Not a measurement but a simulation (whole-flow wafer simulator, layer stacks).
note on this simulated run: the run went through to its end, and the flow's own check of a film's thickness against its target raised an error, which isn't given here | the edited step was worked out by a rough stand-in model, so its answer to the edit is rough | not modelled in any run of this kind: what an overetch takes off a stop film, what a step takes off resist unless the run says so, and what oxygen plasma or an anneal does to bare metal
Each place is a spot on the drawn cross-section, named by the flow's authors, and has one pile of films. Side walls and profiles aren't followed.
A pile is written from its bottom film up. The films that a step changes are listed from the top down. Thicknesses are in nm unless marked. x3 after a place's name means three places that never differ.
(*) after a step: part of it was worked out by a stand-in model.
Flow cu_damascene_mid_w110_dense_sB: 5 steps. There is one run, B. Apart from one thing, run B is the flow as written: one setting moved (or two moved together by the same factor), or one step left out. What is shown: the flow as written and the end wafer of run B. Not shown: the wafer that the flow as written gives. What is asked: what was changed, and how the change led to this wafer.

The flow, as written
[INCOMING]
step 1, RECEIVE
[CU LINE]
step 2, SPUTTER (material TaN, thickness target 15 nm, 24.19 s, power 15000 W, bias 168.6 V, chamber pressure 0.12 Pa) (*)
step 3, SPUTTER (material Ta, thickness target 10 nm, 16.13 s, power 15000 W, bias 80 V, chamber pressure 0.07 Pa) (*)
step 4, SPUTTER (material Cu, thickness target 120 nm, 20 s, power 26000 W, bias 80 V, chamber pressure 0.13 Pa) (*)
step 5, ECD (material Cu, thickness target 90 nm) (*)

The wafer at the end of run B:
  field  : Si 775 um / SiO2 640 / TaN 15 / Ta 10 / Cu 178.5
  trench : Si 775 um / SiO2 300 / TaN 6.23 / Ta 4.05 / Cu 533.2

The reason: step 5, ECD: thickness target 58.5 nm was run, though the flow has thickness target 90 nm.

Step by step, how the change led to this:
  step 5, ECD (material Cu, thickness target 90 nm) (*)
      field: +58.5 Cu (as written it would have been: +90 Cu)
      trench: +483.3 Cu (as written it would have been: +514.8 Cu)
